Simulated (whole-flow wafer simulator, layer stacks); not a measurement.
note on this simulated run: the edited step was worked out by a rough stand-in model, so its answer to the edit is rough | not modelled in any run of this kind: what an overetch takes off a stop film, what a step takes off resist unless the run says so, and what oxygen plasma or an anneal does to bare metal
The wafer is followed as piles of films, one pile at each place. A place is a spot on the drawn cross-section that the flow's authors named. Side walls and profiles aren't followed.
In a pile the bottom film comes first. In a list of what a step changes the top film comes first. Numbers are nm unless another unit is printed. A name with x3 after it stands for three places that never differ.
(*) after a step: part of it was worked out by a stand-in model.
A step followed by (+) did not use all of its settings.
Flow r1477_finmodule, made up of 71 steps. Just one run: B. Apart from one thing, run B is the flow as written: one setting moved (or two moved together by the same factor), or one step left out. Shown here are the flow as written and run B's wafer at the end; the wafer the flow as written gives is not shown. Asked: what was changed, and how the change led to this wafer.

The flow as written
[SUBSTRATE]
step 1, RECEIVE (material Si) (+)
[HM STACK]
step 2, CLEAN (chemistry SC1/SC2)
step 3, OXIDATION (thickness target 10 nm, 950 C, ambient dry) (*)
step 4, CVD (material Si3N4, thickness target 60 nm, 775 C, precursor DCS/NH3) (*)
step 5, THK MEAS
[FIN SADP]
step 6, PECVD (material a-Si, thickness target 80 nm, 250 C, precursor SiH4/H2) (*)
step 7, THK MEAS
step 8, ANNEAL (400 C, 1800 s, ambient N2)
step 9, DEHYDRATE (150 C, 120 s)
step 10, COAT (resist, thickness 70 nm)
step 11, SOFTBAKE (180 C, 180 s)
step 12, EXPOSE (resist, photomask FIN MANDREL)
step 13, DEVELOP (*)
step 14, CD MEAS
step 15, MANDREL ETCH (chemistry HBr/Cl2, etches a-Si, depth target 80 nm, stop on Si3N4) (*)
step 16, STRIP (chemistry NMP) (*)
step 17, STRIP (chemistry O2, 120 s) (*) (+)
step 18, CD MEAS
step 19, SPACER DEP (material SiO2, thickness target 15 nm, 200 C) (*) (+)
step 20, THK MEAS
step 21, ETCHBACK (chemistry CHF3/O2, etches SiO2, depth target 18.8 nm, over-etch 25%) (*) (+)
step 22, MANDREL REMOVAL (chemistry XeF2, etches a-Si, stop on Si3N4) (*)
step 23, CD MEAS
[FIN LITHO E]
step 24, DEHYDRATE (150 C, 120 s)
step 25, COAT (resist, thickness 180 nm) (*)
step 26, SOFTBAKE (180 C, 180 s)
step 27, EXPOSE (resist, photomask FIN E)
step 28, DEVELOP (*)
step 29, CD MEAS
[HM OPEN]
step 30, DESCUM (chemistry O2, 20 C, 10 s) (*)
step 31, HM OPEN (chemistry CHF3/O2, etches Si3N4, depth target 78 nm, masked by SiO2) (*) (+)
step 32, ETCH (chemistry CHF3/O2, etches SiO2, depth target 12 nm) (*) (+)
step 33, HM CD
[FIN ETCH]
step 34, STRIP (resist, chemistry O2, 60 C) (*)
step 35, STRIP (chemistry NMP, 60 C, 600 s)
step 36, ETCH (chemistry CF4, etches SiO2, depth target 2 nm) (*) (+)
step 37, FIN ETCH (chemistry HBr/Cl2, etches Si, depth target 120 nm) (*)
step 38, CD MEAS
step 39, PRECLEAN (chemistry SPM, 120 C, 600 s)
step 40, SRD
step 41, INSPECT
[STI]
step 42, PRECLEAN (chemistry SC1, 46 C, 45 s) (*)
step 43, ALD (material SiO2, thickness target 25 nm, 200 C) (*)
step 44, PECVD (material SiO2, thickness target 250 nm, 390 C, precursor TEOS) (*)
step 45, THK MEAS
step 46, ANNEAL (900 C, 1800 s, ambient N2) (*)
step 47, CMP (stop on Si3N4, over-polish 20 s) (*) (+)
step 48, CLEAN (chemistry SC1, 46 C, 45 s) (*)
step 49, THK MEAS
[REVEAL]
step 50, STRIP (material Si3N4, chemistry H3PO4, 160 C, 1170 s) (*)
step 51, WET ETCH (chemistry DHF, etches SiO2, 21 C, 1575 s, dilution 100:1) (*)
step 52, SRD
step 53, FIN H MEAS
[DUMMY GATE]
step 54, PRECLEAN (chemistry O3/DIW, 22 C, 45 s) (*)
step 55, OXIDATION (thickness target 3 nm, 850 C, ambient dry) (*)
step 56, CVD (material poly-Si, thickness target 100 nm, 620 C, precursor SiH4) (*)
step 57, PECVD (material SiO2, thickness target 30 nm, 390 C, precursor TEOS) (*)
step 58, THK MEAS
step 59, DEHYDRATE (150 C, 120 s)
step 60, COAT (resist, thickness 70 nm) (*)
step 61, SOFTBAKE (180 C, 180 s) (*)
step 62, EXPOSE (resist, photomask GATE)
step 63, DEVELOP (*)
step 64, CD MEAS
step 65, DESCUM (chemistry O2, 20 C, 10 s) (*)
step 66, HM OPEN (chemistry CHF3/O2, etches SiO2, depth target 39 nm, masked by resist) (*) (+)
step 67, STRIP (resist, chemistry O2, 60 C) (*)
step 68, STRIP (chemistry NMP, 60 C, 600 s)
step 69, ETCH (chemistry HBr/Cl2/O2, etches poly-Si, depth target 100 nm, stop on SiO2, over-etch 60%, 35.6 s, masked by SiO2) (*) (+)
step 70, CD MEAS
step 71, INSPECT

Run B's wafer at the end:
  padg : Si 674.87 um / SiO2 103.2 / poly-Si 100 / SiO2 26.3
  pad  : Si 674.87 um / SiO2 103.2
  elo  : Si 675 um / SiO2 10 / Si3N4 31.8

The reason: step 69, ETCH: depth target 70 nm was run, whereas the flow has depth target 100 nm; step 69, ETCH: 24.9 s was run, where the flow has 35.6 s.

How this came from the change, step by step:
  step 69, ETCH (chemistry HBr/Cl2/O2, etches poly-Si, depth target 100 nm, stop on SiO2, over-etch 60%, 35.6 s, masked by SiO2) (*) (+)
      padg, elg, esg and 15 more: -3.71 SiO2 (as written it would have been: -5.3 SiO2)
